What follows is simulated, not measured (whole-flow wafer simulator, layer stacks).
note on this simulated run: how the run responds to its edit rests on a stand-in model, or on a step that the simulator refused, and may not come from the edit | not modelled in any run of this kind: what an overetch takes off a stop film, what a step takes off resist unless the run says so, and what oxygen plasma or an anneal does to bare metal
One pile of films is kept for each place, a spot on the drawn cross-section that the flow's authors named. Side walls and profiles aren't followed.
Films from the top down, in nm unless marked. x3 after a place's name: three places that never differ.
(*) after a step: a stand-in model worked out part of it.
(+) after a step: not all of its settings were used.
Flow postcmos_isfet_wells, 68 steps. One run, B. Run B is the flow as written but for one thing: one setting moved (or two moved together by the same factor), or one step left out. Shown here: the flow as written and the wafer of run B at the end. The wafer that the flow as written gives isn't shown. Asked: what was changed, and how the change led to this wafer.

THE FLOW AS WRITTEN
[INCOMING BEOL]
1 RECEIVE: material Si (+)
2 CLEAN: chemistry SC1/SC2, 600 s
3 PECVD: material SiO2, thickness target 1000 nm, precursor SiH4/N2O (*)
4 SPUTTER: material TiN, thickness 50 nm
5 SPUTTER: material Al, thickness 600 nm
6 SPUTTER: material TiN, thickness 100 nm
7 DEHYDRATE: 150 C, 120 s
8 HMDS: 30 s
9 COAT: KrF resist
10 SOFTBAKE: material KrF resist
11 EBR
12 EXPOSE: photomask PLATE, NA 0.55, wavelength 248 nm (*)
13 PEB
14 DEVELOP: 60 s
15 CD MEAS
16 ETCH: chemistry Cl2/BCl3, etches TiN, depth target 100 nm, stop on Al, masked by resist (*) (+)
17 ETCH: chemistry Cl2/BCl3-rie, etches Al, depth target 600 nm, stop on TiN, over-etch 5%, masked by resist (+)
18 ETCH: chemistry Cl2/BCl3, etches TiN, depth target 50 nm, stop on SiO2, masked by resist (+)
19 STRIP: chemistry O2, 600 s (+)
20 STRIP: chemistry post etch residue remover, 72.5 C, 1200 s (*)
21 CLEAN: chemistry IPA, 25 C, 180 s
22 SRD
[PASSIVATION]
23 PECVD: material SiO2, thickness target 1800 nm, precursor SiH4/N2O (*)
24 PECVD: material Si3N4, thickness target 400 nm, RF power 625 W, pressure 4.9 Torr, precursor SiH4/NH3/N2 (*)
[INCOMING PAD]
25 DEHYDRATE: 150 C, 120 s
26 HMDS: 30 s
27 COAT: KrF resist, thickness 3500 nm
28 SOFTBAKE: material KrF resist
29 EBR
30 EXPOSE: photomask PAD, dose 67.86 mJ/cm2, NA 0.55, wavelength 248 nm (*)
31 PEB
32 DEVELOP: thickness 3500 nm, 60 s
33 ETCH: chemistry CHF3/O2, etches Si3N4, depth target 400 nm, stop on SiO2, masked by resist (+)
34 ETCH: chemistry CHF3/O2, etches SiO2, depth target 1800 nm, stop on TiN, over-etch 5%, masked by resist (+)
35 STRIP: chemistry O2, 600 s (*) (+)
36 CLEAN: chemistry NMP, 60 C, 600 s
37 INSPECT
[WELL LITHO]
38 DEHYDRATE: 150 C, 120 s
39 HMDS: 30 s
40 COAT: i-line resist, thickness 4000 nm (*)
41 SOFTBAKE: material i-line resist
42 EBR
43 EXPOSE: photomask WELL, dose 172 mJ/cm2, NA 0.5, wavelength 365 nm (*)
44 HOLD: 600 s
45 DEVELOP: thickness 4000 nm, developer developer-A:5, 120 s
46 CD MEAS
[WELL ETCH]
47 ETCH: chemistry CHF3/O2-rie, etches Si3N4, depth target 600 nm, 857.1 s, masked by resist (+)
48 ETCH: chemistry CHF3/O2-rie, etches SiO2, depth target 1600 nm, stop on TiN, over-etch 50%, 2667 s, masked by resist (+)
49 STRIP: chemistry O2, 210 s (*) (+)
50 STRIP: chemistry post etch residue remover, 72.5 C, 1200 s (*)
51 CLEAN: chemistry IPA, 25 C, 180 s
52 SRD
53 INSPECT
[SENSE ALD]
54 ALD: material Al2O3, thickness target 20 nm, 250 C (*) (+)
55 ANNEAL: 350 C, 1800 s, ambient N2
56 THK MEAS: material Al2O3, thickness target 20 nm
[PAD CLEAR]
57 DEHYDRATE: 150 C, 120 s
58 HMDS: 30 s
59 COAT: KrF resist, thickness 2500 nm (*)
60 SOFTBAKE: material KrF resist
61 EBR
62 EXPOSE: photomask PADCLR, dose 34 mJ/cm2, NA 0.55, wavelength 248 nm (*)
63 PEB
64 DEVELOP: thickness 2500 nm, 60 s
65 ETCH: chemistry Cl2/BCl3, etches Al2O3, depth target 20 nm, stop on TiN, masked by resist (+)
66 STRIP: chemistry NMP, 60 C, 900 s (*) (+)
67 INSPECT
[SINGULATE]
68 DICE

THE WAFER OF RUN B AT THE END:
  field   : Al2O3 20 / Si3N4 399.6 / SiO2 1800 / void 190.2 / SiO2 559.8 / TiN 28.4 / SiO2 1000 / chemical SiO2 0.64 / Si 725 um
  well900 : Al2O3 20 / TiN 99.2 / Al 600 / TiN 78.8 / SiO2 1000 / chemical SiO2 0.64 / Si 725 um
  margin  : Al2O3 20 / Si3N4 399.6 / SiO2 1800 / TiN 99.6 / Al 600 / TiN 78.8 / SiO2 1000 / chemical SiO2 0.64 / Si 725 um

The cause: step 4, SPUTTER: thickness 78.8 nm was run, where the flow has thickness 50 nm.
It can be read off the wafer: well900 has TiN 78.8, and step 4 as written asks for 50 nm.

How the change led to this, step by step:
  4 SPUTTER: material TiN, thickness 50 nm
      field, margin, well900, well1300 x3, pad_rim, pad_clr, pad_open: TiN +78.8 (new film) (as written it would be: TiN +50 (new film))
  18 ETCH: chemistry Cl2/BCl3, etches TiN, depth target 50 nm, stop on SiO2, masked by resist (+)
      field: TiN -50 (as written it would be: TiN -50 (all of it))
  23 PECVD: material SiO2, thickness target 1800 nm, precursor SiH4/N2O (*)
      field: SiO2 +1800 (new film), void +190.2 (new film), SiO2 +559.8 (new film) (as written it would be: SiO2 +1800 (new film), void +189.9 (new film), SiO2 +559.7)
Counting metal films that touch as one body, field has 1 body; the flow as written gives 0 bodies.
